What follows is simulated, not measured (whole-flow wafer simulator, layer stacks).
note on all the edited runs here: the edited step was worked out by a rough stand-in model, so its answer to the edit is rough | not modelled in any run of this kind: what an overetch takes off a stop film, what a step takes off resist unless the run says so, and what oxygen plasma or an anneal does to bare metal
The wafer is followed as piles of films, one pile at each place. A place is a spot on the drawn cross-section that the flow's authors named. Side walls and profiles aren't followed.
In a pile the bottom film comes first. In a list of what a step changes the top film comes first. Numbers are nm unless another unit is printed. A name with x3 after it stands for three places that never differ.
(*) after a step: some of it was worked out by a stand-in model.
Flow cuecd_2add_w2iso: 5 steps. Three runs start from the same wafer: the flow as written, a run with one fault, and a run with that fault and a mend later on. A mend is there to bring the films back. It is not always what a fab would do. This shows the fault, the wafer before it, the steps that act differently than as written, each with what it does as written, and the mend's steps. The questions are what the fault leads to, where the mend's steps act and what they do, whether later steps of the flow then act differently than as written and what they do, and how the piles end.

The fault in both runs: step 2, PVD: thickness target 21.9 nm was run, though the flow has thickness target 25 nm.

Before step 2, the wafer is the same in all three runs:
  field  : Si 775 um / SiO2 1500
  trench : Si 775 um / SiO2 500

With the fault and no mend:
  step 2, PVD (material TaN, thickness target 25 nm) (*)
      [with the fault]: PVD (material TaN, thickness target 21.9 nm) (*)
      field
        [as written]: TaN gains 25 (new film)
        [with the fault]: TaN gains 21.9 (new film)
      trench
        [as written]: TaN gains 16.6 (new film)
        [with the fault]: TaN gains 14.5 (new film)
  Every later step of the flow that is run acts as written, at every place that is followed, to within 2% or 0.5 nm, whichever is larger.
  The piles end different from the flow's at field, trench by more than 2% or 0.5 nm, whichever is larger.
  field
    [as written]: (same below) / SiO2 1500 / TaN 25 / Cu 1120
    [with the fault]: (same below) / SiO2 1500 / TaN 21.9 / Cu 1120
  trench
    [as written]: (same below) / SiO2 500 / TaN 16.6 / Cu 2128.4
    [with the fault]: (same below) / SiO2 500 / TaN 14.5 / Cu 2127.4

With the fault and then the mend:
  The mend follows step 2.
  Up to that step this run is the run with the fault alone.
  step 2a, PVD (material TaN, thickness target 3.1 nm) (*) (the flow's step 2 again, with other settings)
      field
        TaN gains 3.1
      trench
        TaN gains 2.04
  Every later step of the flow that is run acts as written at every place that is followed.
  The piles end the same as the flow's at every place that both follow.
